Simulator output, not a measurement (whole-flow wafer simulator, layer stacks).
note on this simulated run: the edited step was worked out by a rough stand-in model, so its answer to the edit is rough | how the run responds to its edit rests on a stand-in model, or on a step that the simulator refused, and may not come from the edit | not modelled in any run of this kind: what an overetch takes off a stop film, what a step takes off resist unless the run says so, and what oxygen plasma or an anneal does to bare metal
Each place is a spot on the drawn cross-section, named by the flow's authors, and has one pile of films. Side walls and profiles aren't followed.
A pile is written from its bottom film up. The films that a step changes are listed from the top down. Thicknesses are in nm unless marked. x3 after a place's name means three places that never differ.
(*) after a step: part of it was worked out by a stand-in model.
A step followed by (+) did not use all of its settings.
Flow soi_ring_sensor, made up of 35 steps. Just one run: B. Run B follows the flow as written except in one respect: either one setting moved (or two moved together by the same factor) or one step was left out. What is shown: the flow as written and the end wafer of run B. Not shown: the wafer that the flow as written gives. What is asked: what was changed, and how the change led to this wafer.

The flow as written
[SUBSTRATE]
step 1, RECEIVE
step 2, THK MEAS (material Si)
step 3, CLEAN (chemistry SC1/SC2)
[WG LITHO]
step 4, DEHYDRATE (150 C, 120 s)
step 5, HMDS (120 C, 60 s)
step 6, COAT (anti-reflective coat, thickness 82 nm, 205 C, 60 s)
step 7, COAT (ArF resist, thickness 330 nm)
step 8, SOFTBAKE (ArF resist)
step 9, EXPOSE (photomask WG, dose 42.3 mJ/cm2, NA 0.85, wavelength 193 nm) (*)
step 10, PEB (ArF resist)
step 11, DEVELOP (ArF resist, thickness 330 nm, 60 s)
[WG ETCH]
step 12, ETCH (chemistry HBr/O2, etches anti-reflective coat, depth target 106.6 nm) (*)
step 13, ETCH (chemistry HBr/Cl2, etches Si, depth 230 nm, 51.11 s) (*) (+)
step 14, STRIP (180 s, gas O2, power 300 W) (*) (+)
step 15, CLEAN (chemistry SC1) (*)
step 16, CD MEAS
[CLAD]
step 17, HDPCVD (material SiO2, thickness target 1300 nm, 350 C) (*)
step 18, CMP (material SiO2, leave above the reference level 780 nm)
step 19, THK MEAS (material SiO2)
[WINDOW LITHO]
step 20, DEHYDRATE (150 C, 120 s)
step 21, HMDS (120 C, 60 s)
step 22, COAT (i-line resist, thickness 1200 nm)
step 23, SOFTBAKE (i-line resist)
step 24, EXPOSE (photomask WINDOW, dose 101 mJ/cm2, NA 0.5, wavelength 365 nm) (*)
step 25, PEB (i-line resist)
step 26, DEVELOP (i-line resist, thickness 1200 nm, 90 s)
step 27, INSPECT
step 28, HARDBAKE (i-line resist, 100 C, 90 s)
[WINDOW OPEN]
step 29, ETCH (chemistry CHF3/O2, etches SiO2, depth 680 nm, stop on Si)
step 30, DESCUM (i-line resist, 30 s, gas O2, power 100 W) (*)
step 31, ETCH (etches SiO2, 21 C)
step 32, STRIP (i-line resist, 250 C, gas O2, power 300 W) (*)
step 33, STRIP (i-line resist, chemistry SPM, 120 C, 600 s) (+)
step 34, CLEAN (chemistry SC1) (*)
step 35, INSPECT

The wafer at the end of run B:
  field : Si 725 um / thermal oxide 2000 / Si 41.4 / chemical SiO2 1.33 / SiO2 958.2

What caused this: step 13, ETCH: depth 178 nm was run, though the flow has depth 230 nm; step 13, ETCH: 39.61 s was run, where the flow has 51.11 s.

How this came from the change, step by step:
  step 13, ETCH (chemistry HBr/Cl2, etches Si, depth 230 nm, 51.11 s) (*) (+)
      gap, window, field, gap_clad: Si loses 178 (as written it would have been: Si loses 220 (all of it), thermal oxide loses 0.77)
      core, core_clad: ArF resist loses 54 (as written it would have been: ArF resist loses 69.7)
  step 14, STRIP (180 s, gas O2, power 300 W) (*) (+)
      gap, window, field, gap_clad: chemical SiO2 gains 1.33 (new film), Si loses 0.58 (as written it would have been: nothing)
      core, core_clad: ArF resist loses 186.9 (all of it), anti-reflective coat loses 82 (all of it), chemical SiO2 gains 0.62, Si loses 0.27 (as written it would have been: ArF resist loses 171.2 (all of it), anti-reflective coat loses 82 (all of it), chemical SiO2 gains 0.63, Si loses 0.28)
  step 18, CMP (material SiO2, leave above the reference level 780 nm)
      gap, window, field, gap_clad: SiO2 loses 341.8 (as written it would have been: SiO2 loses 298.2)
